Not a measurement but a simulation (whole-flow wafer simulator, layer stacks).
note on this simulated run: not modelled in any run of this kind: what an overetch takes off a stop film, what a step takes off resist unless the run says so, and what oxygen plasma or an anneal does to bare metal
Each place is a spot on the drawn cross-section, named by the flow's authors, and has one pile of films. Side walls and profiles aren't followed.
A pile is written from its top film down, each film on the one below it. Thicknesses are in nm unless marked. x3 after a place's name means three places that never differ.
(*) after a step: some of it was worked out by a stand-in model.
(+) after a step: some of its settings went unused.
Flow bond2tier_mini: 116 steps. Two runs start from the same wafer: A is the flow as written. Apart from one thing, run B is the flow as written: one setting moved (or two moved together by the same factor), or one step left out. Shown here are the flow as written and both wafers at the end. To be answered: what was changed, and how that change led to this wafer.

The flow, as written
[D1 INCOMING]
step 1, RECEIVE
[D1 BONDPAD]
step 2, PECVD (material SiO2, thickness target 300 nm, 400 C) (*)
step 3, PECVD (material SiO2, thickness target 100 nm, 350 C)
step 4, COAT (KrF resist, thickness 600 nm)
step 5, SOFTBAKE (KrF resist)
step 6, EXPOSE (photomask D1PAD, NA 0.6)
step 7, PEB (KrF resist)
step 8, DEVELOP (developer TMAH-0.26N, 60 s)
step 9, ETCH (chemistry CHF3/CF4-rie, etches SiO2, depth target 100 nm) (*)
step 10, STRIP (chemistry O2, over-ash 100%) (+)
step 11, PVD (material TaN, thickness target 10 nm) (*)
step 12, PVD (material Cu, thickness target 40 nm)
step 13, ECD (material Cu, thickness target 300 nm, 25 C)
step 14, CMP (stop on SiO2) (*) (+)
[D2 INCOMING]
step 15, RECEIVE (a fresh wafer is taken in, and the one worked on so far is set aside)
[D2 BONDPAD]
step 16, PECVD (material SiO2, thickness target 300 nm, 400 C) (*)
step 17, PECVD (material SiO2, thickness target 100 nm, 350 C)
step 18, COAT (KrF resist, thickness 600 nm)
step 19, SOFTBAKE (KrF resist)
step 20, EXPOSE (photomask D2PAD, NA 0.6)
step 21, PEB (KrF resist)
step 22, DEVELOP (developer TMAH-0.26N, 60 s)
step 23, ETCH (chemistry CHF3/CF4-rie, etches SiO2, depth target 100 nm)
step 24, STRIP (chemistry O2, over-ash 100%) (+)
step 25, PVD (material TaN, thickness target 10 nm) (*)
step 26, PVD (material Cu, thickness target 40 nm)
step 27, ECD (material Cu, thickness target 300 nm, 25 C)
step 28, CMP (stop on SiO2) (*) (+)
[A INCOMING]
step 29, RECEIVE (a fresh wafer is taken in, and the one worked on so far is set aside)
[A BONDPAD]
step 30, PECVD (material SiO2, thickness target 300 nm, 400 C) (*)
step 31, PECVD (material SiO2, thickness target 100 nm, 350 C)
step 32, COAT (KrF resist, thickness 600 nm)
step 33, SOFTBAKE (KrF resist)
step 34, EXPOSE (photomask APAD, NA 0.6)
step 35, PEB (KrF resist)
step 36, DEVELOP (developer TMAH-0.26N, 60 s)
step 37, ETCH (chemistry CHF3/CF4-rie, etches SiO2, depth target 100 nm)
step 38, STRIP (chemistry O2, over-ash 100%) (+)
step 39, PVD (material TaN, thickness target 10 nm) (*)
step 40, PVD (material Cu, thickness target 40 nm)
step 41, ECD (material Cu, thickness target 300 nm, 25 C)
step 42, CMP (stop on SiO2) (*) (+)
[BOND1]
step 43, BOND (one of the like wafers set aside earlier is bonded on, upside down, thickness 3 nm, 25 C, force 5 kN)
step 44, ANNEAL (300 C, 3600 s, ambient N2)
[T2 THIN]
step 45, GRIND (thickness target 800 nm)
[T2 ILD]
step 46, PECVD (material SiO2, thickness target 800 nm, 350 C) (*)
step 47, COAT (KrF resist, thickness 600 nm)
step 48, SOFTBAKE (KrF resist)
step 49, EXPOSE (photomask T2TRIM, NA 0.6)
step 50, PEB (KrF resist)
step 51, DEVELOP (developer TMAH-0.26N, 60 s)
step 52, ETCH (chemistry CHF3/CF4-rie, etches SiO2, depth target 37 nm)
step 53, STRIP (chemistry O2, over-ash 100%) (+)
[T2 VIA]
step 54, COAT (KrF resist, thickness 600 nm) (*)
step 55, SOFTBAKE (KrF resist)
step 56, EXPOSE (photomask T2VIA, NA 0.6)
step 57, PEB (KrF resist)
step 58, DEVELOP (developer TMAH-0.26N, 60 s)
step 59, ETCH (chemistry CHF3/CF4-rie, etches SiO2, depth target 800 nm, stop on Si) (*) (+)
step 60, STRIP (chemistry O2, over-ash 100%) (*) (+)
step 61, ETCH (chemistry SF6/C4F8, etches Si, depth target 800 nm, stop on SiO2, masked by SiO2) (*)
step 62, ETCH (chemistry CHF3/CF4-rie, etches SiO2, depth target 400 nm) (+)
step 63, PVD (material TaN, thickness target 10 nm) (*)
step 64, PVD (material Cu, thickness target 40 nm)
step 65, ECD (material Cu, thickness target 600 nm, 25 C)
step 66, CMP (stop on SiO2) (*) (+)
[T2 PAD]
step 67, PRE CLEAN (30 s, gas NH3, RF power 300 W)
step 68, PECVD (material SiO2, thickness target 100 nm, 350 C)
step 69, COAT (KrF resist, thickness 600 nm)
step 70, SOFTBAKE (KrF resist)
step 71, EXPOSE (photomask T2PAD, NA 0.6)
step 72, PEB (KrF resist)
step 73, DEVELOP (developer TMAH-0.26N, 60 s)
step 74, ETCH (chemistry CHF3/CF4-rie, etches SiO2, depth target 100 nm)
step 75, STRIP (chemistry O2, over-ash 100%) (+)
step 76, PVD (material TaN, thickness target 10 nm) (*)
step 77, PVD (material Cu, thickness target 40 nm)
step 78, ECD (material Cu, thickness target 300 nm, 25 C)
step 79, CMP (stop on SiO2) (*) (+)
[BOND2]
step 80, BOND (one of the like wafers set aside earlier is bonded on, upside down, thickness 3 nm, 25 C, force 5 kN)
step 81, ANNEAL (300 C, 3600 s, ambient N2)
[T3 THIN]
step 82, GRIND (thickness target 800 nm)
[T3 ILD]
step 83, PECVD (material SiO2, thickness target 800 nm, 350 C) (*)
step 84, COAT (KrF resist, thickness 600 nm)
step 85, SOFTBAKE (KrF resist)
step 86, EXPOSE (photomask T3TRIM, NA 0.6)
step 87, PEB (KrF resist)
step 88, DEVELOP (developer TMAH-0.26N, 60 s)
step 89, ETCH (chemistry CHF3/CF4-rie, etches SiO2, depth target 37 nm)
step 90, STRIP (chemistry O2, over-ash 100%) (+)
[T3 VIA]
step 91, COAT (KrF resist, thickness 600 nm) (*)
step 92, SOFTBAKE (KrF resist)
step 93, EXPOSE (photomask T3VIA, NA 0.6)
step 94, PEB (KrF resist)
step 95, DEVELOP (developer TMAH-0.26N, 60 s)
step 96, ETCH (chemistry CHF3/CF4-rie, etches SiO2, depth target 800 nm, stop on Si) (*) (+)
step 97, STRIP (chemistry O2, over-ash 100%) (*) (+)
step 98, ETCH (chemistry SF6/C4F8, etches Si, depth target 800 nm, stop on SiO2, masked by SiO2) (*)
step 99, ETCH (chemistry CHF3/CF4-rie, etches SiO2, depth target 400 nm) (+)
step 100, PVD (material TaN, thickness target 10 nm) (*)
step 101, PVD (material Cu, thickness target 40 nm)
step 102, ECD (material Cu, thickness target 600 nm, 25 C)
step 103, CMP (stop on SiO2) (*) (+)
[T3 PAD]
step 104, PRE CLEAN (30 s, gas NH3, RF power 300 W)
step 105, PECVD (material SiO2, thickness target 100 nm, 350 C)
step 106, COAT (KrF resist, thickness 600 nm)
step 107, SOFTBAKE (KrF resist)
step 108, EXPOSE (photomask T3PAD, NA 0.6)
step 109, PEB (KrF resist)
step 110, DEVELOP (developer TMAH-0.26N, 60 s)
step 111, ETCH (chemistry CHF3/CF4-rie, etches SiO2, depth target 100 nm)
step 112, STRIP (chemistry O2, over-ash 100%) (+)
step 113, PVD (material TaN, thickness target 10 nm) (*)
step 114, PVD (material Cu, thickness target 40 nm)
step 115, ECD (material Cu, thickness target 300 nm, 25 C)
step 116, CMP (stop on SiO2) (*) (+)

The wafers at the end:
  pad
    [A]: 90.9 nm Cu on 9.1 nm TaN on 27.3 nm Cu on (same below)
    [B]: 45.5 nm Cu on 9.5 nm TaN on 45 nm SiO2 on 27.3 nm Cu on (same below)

What caused this: step 111, ETCH: depth target 55 nm was run, while the flow as written has depth target 100 nm.

How this came from the change, step by step:
  step 111, ETCH (chemistry CHF3/CF4-rie, etches SiO2, depth target 100 nm)
      pad: A SiO2 loses 100 (all of it) | B SiO2 loses 55
      field: A KrF resist loses 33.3 | B KrF resist loses 18.3
  step 112, STRIP (chemistry O2, over-ash 100%) (+)
      field: A KrF resist loses 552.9 (all of it) | B KrF resist loses 567.9 (all of it)
  step 114, PVD (material Cu, thickness target 40 nm)
      pad: A Cu gains 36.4 (new film) | B Cu gains 38 (new film)
  step 115, ECD (material Cu, thickness target 300 nm, 25 C)
      pad: A Cu gains 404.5 | B Cu gains 357.5
With metal films that touch counted as one body, pad has 4 bodies (between them, from the top down: SiO2 45; SiO2 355 / Si 800 / chemical SiO2 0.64 / SiO2 300; SiO2 355 / Si 800 / chemical SiO2 0.64 / SiO2 300); the flow as written gives 3 bodies (between them, from the top down: SiO2 355 / Si 800 / chemical SiO2 0.64 / SiO2 300; SiO2 355 / Si 800 / chemical SiO2 0.64 / SiO2 300).
